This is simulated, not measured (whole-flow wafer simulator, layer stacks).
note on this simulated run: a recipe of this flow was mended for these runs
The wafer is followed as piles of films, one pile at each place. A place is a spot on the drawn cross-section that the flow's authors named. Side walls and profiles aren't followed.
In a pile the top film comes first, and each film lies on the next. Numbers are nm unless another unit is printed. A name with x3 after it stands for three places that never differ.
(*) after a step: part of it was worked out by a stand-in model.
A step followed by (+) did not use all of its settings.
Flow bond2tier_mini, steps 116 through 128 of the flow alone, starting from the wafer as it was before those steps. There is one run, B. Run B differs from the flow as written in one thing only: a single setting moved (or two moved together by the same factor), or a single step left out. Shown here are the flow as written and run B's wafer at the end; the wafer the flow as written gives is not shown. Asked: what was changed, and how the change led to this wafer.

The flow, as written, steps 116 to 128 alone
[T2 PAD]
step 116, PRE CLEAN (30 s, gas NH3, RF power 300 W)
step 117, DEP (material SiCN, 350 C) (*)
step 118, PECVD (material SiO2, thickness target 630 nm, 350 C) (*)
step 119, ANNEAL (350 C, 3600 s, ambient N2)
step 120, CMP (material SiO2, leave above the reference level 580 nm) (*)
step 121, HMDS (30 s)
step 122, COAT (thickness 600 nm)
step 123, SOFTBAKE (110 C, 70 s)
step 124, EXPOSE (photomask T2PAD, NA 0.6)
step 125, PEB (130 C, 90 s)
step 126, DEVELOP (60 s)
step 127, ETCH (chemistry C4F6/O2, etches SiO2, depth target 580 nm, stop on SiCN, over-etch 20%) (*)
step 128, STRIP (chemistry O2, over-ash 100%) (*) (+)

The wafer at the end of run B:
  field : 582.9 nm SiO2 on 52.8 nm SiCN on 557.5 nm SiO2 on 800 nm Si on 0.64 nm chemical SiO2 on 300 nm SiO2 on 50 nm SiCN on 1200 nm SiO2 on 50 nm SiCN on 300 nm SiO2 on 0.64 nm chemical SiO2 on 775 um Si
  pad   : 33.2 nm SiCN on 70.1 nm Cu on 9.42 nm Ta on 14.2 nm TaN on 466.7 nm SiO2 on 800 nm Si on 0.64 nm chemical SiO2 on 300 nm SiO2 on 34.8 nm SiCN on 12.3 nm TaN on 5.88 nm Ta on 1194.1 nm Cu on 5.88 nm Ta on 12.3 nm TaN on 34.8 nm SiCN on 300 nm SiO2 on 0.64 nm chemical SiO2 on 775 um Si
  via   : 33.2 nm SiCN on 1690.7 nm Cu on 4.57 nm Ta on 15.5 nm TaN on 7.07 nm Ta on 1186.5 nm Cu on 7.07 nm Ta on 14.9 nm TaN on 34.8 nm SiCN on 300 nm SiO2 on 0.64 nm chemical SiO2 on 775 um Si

The reason: step 117, DEP: 337 C was run, though the flow has 350 C.

Step by step, how the change led to this:
  step 117, DEP (material SiCN, 350 C) (*)
      field, pad, via: SiCN gains 52.8 (new film) (in the flow as written it would be: SiCN gains 50 (new film))
